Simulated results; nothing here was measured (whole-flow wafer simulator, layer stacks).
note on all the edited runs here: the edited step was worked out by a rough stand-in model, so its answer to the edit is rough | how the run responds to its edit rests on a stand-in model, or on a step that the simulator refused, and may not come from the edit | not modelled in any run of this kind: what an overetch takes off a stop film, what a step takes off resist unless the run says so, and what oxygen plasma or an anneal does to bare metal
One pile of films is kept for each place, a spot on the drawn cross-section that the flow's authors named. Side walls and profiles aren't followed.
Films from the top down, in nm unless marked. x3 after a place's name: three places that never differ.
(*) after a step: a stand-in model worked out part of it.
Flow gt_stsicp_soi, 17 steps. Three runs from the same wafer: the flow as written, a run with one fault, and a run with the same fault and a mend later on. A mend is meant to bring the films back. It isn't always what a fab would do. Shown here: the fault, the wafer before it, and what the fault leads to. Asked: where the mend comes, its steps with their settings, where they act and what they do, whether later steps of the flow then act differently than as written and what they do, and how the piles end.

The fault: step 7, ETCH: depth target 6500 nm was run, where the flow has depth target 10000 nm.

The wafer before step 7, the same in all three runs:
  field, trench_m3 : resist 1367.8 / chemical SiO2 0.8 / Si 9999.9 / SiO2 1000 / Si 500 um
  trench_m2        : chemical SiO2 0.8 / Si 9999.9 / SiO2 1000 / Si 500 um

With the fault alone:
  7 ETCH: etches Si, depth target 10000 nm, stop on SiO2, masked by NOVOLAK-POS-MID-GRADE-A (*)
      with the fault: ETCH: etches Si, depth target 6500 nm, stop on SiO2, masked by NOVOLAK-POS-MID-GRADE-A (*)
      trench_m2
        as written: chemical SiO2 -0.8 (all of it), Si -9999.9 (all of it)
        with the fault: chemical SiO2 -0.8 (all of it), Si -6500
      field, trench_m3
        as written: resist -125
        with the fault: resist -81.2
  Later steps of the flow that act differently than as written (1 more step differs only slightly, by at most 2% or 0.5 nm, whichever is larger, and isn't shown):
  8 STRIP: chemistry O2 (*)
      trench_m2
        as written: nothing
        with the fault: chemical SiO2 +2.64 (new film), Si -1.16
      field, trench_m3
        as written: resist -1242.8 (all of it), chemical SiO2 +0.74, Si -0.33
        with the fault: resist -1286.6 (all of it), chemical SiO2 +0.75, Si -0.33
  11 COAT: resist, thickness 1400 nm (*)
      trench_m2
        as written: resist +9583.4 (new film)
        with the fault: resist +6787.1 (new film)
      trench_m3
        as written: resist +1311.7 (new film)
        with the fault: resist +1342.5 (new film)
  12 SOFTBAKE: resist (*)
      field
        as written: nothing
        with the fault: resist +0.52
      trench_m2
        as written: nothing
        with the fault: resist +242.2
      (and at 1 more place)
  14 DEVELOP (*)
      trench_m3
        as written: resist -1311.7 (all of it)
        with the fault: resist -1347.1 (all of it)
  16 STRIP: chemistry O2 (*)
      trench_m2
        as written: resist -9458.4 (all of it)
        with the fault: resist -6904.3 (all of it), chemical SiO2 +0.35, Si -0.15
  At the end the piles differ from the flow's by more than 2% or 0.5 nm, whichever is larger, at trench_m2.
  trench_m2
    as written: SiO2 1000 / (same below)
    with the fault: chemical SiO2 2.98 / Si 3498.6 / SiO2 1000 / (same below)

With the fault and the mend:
  The mend comes after step 7.
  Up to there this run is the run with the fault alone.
  7a ETCH: etches Si, depth target 3500 nm, stop on SiO2, masked by NOVOLAK-POS-MID-GRADE-A (*) (the flow's step 7 once more, with other settings)
      field, trench_m3
        resist -43.8
      trench_m2
        Si -3499.9 (all of it)
  No later step of the flow acts differently than as written at any place that is followed.
  At the end the piles are the same as the flow's at every place that both follow.
